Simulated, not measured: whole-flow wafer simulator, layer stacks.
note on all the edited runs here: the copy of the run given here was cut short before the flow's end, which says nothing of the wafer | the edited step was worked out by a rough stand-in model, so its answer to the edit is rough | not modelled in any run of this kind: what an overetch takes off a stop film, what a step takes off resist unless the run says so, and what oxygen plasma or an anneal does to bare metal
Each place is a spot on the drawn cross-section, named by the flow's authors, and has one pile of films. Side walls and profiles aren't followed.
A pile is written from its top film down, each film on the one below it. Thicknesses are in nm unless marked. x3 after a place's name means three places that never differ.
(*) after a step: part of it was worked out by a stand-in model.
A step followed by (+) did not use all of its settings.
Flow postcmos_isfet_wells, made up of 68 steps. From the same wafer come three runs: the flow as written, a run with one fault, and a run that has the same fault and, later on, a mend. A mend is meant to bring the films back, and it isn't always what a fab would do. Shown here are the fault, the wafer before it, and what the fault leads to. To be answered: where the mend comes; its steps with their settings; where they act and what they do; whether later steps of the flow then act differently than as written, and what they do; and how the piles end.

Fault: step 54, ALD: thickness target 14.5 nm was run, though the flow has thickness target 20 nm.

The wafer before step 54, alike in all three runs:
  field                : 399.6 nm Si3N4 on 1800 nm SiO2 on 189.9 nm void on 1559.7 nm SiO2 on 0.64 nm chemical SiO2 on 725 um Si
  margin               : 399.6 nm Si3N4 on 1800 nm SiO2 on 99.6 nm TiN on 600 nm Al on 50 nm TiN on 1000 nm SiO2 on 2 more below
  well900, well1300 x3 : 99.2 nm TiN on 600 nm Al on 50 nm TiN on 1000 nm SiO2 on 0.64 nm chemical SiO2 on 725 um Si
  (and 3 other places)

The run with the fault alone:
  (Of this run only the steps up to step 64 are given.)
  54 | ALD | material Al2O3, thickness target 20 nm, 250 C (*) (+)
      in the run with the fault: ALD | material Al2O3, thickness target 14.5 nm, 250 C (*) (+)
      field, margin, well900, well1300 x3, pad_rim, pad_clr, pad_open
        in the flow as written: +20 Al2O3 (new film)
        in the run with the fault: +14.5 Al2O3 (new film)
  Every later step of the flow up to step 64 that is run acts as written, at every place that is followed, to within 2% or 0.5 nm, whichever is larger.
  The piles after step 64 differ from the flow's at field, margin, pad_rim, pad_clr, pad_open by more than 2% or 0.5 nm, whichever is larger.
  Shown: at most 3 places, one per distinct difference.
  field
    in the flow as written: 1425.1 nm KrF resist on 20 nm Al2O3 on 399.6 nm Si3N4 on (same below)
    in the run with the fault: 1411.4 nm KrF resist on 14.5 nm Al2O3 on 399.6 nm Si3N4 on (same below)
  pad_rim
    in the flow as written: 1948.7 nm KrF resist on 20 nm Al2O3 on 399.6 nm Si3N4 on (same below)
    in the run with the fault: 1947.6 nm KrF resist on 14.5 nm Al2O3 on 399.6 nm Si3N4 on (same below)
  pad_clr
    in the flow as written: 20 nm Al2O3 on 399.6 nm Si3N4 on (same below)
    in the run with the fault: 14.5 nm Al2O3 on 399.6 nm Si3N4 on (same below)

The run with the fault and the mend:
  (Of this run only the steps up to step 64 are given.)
  The mend stands after step 54.
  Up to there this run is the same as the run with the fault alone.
  54a | ALD | material Al2O3, thickness target 5.5 nm, 250 C (*) (+) (a further turn of the flow's step 54, with different settings)
      field, margin, well900, well1300 x3, pad_rim, pad_clr, pad_open
        +5.5 Al2O3
  Every later step of the flow up to step 64 that is run acts as written at every place that is followed.
  Once step 64 is done, the piles equal the flow's at every place that both follow.
